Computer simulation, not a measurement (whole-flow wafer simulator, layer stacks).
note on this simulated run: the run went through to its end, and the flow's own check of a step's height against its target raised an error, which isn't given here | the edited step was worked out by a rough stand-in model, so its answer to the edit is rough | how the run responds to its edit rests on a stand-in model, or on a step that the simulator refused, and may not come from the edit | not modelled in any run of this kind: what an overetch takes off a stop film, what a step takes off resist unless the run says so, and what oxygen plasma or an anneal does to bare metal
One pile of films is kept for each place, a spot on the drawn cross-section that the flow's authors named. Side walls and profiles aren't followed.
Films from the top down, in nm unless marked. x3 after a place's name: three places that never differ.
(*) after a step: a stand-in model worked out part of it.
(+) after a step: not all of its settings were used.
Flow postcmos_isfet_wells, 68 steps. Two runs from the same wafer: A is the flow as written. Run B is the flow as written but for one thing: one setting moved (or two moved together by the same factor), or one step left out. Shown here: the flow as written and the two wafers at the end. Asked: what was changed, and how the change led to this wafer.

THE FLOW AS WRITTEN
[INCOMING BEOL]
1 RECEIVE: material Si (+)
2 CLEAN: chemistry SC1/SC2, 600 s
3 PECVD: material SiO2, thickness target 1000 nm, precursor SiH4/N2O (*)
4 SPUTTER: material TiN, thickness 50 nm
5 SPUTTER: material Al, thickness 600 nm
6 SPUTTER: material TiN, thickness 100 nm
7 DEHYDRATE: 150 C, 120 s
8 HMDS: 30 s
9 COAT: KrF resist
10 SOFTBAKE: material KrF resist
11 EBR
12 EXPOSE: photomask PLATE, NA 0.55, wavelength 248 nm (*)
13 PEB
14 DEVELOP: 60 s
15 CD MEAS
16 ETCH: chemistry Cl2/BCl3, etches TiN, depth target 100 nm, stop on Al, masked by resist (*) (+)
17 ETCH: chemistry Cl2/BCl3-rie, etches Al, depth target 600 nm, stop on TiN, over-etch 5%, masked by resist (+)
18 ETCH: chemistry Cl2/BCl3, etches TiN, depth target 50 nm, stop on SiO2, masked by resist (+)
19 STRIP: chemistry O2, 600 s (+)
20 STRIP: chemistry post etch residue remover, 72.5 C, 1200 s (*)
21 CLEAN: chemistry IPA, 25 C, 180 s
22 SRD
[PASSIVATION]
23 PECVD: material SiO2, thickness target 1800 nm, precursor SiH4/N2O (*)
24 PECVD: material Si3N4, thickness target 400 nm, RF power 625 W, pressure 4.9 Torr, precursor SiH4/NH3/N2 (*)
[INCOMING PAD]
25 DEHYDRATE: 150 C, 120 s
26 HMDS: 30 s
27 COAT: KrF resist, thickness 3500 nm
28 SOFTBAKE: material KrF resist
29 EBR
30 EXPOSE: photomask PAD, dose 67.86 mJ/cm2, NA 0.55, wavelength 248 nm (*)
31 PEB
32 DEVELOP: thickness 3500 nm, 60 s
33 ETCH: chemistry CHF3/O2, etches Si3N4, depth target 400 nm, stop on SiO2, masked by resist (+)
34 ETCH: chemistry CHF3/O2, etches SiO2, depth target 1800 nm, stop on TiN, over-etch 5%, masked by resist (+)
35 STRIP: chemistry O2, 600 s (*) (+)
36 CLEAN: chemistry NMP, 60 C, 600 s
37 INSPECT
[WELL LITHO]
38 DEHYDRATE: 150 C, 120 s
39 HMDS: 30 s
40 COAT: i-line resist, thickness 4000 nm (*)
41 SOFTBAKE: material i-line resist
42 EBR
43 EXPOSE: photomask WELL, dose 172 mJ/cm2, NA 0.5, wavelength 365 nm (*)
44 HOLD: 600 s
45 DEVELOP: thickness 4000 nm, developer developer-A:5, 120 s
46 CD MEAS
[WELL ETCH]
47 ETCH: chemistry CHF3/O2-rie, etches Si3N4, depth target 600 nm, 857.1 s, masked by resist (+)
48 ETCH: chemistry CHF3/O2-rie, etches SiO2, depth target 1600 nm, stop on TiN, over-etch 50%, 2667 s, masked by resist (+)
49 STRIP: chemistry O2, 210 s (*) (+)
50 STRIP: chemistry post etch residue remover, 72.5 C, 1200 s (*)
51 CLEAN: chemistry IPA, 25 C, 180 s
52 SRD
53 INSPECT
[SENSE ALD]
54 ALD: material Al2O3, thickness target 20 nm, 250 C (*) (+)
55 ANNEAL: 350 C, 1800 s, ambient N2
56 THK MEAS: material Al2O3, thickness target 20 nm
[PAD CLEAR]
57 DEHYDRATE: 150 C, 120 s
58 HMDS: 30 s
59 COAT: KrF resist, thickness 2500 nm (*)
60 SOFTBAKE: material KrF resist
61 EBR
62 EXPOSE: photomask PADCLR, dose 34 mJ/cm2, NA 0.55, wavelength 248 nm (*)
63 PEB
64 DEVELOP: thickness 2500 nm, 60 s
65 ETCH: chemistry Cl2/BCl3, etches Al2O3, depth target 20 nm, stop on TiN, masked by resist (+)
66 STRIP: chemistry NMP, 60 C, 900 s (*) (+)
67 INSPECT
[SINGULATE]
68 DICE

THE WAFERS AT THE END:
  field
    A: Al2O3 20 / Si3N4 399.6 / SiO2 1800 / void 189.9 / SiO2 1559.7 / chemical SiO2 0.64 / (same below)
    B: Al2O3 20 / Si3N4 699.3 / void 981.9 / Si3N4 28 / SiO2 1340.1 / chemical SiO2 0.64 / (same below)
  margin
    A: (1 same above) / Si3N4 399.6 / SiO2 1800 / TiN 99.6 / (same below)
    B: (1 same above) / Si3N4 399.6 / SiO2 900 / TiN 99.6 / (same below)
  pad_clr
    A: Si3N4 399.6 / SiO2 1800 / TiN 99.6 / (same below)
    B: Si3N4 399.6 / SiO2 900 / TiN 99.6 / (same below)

The cause: step 23, PECVD: thickness target 900 nm was run, where the flow has thickness target 1800 nm.
It can be read off the wafer: margin has SiO2 900, and step 23 as written asks for 1800 nm.

How the change led to this, step by step:
  23 PECVD: material SiO2, thickness target 1800 nm, precursor SiH4/N2O (*)
      field: A SiO2 +1800 (new film), void +189.9 (new film), SiO2 +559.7 | B SiO2 +340.1
      margin, well900, well1300 x3, pad_rim, pad_clr, pad_open: A SiO2 +1800 (new film) | B SiO2 +900 (new film)
  24 PECVD: material Si3N4, thickness target 400 nm, RF power 625 W, pressure 4.9 Torr, precursor SiH4/NH3/N2 (*)
      field: A Si3N4 +400 (new film) | B Si3N4 +699.6 (new film), void +981.9 (new film), Si3N4 +28 (new film)
  34 ETCH: chemistry CHF3/O2, etches SiO2, depth target 1800 nm, stop on TiN, over-etch 5%, masked by resist (+)
      field, margin, well900, well1300 x3, pad_rim, pad_clr: A KrF resist -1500 | B KrF resist -787.5
      pad_open: A SiO2 -1800 (all of it) | B SiO2 -900 (all of it)
  35 STRIP: chemistry O2, 600 s (*) (+)
      field, margin, well900, well1300 x3, pad_rim, pad_clr: A KrF resist -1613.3 (all of it) | B KrF resist -2325.8 (all of it)
  40 COAT: i-line resist, thickness 4000 nm (*)
      pad_clr: A i-line resist +3256.8 (new film) | B i-line resist +3545.4 (new film)
      pad_open: A i-line resist +4804.7 (new film) | B i-line resist +4479.6 (new film)
  41 SOFTBAKE: material i-line resist
      pad_clr: A i-line resist -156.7 | B i-line resist -74.6
      pad_open: A i-line resist +115.3 | B i-line resist +72.2
  48 ETCH: chemistry CHF3/O2-rie, etches SiO2, depth target 1600 nm, stop on TiN, over-etch 50%, 2667 s, masked by resist (+)
      well900, well1300 x3: A SiO2 -1600 (all of it) | B SiO2 -700 (all of it)
  49 STRIP: chemistry O2, 210 s (*) (+)
      pad_clr: A i-line resist -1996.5 (all of it) | B i-line resist -2367.2 (all of it)
      pad_open: A i-line resist -3816.3 (all of it) | B i-line resist -3448.2 (all of it)
  59 COAT: KrF resist, thickness 2500 nm (*)
      field: A KrF resist +1449 (new film) | B KrF resist +1878.9 (new film)
      margin: A KrF resist +1448.9 (new film) | B KrF resist +1878.9 (new film)
      (and at 3 more places)
  60 SOFTBAKE: material KrF resist
      pad_clr: A KrF resist -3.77 | B KrF resist -2.4
  63 PEB
      field, margin: A KrF resist -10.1 | B KrF resist -13.2
      pad_rim: A KrF resist -13.9 | B KrF resist -15.4
      (and at 2 more places)
  64 DEVELOP: thickness 2500 nm, 60 s
      pad_clr: A KrF resist -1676 (all of it) | B KrF resist -1986.8 (all of it)
      pad_open: A KrF resist -3045.1 (all of it) | B KrF resist -2816.8 (all of it)
  66 STRIP: chemistry NMP, 60 C, 900 s (*) (+)
      field, margin: A KrF resist -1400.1 (all of it) | B KrF resist -1827 (all of it)
      pad_rim: A KrF resist -1923.7 (all of it) | B KrF resist -2130.6 (all of it)
